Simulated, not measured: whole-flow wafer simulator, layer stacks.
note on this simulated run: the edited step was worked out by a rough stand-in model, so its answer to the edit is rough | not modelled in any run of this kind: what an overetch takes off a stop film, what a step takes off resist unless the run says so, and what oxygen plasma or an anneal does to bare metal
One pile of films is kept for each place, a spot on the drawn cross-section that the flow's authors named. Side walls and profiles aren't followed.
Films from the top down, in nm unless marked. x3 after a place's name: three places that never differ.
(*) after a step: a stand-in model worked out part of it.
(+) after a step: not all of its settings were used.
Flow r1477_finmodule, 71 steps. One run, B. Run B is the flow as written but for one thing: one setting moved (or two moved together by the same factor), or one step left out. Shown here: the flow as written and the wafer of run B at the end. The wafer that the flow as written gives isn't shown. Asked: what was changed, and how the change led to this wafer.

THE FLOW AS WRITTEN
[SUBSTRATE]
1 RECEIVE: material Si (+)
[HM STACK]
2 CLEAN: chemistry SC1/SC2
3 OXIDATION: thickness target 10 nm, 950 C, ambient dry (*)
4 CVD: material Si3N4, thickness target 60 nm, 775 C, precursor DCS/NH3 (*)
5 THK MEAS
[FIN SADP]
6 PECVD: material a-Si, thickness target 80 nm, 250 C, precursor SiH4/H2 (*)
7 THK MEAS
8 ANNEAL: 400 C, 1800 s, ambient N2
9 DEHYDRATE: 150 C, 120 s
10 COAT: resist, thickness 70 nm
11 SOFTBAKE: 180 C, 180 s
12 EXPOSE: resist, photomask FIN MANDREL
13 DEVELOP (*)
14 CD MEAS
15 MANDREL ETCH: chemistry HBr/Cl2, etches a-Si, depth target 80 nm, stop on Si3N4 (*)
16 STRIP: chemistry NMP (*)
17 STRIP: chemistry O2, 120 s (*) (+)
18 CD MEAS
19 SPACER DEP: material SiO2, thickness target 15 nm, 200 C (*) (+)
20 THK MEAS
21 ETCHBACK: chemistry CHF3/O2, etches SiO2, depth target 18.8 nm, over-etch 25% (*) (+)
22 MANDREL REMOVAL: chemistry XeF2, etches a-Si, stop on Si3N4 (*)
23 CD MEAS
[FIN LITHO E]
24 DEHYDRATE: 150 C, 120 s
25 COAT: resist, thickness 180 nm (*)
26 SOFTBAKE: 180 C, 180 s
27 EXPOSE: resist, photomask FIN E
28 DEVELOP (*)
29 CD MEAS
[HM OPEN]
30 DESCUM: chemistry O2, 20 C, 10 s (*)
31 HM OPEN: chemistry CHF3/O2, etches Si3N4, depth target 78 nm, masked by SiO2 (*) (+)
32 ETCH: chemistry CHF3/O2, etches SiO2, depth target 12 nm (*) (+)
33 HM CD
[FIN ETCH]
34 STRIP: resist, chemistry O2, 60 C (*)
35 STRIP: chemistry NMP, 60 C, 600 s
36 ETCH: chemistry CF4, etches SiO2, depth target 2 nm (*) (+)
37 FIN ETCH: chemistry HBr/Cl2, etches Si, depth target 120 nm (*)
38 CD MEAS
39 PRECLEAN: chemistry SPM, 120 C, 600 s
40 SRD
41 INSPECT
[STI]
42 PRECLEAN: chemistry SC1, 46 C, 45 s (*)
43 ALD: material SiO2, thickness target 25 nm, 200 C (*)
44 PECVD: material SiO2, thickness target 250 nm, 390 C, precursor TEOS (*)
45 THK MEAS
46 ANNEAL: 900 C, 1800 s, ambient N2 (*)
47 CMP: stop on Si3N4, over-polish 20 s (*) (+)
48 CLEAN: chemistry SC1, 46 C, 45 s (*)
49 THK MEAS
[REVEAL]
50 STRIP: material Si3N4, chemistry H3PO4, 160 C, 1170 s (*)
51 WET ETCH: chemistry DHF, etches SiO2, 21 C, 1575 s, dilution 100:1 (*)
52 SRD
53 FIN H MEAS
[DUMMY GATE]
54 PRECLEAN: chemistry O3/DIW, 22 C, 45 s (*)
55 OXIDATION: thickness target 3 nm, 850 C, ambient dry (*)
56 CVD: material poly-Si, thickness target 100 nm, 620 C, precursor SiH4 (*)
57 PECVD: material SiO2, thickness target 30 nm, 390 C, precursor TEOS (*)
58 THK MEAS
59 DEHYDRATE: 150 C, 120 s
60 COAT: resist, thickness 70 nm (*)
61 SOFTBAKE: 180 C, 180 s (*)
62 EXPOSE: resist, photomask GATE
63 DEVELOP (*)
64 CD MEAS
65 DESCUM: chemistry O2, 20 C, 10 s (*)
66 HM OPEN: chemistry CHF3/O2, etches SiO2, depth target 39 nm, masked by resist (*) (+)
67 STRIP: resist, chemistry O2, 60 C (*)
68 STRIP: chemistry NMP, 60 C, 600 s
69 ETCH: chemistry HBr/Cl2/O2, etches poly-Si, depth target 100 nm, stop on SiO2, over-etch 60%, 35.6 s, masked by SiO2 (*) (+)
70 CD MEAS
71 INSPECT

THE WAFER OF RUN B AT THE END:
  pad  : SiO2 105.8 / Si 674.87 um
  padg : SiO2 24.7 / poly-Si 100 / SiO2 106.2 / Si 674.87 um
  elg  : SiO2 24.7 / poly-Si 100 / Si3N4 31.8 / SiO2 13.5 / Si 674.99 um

The cause: step 3, OXIDATION: thickness target 13.5 nm was run, where the flow has thickness target 10 nm.
It can be read off the wafer: elg has SiO2 13.5, and step 3 as written asks for 10 nm.

How the change led to this, step by step:
  3 OXIDATION: thickness target 10 nm, 950 C, ambient dry (*)
      pad, padg, elg and 33 more: SiO2 +13.5 (new film), chemical SiO2 -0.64 (all of it), Si -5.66 (as written it would be: SiO2 +10 (new film), chemical SiO2 -0.64 (all of it), Si -4.12)
  31 HM OPEN: chemistry CHF3/O2, etches Si3N4, depth target 78 nm, masked by SiO2 (*) (+)
      pad, padg, esg and 13 more: Si3N4 -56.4 (all of it), SiO2 -10.8 (as written it would be: Si3N4 -56.4 (all of it), SiO2 -10 (all of it))
  32 ETCH: chemistry CHF3/O2, etches SiO2, depth target 12 nm (*) (+)
      pad, padg, e40sg and 11 more: SiO2 -2.69 (all of it), Si -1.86 (as written it would be: Si -2.4)
      esg, eso: SiO2 -2.69 (all of it), Si -1.86 (as written it would be: Si -1.77)
      (and at 6 more places)
  47 CMP: stop on Si3N4, over-polish 20 s (*) (+)
      pad, padg, e40sg and 11 more: SiO2 -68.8 (as written it would be: SiO2 -71.8)
      eso: SiO2 -68.8 (as written it would be: SiO2 -72.4)
  51 WET ETCH: chemistry DHF, etches SiO2, 21 C, 1575 s, dilution 100:1 (*)
      s40sg_line, s45sg_line, s50sg_line, s40so_line, s45so_line, s50so_line: SiO2 -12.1 (all of it) (as written it would be: SiO2 -8.63 (all of it))
  56 CVD: material poly-Si, thickness target 100 nm, 620 C, precursor SiH4 (*)
      s40cg, s40co: poly-Si +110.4 (new film) (as written it would be: poly-Si +113.9 (new film))
      s45cg, s45co: poly-Si +109.9 (new film) (as written it would be: poly-Si +113.4 (new film))
      (and at 2 more places)
  60 COAT: resist, thickness 70 nm (*)
      s40sg, s40so: resist +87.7 (new film) (as written it would be: resist +91 (new film))
      s45sg, s45so: resist +87.6 (new film) (as written it would be: resist +91 (new film))
      (and at 2 more places)
  63 DEVELOP (*)
      s40so: resist -87.7 (all of it) (as written it would be: resist -91 (all of it))
      s45so: resist -87.6 (all of it) (as written it would be: resist -91 (all of it))
      (and at 1 more place)
  67 STRIP: resist, chemistry O2, 60 C (*)
      s40sg: resist -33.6 (all of it) (as written it would be: resist -36.9 (all of it))
      s45sg: resist -33.5 (all of it) (as written it would be: resist -36.9 (all of it))
      (and at 1 more place)
  69 ETCH: chemistry HBr/Cl2/O2, etches poly-Si, depth target 100 nm, stop on SiO2, over-etch 60%, 35.6 s, masked by SiO2 (*) (+)
      s40co: chemical SiO2 -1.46 (all of it), poly-Si -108 (all of it), SiO2 -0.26 (as written it would be: chemical SiO2 -1.46 (all of it), poly-Si -111.5 (all of it), SiO2 -0.24)
      s45co: chemical SiO2 -1.46 (all of it), poly-Si -107.4 (all of it), SiO2 -0.26 (as written it would be: chemical SiO2 -1.46 (all of it), poly-Si -110.9 (all of it), SiO2 -0.25)
      (and at 1 more place)
